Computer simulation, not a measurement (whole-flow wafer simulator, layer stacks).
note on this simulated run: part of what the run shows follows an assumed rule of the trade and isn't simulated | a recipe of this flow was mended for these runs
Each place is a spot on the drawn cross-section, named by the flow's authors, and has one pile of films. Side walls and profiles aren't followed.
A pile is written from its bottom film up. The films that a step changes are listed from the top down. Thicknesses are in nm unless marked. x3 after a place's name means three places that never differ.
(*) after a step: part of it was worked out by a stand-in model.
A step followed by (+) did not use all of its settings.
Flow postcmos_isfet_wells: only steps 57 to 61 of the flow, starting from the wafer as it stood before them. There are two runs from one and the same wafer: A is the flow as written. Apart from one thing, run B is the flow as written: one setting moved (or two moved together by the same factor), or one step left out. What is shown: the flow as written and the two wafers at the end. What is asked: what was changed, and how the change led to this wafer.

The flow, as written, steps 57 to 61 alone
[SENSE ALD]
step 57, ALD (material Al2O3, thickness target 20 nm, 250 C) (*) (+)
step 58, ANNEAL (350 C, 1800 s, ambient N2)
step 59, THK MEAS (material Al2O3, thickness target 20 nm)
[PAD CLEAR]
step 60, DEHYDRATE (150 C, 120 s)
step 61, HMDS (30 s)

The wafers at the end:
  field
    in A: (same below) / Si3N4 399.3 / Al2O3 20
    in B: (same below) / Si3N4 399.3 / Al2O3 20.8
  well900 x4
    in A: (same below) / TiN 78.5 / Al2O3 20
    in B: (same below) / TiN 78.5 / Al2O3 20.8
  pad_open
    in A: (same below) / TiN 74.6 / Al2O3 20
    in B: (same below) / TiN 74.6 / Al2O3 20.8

The reason: step 57, ALD: 215 C was run, though the flow has 250 C.

How this came from the change, step by step:
  step 57, ALD (material Al2O3, thickness target 20 nm, 250 C) (*) (+)
      field, margin x3, well900 x4, pad_open: A Al2O3 gains 20 (new film) | B Al2O3 gains 20.8 (new film)
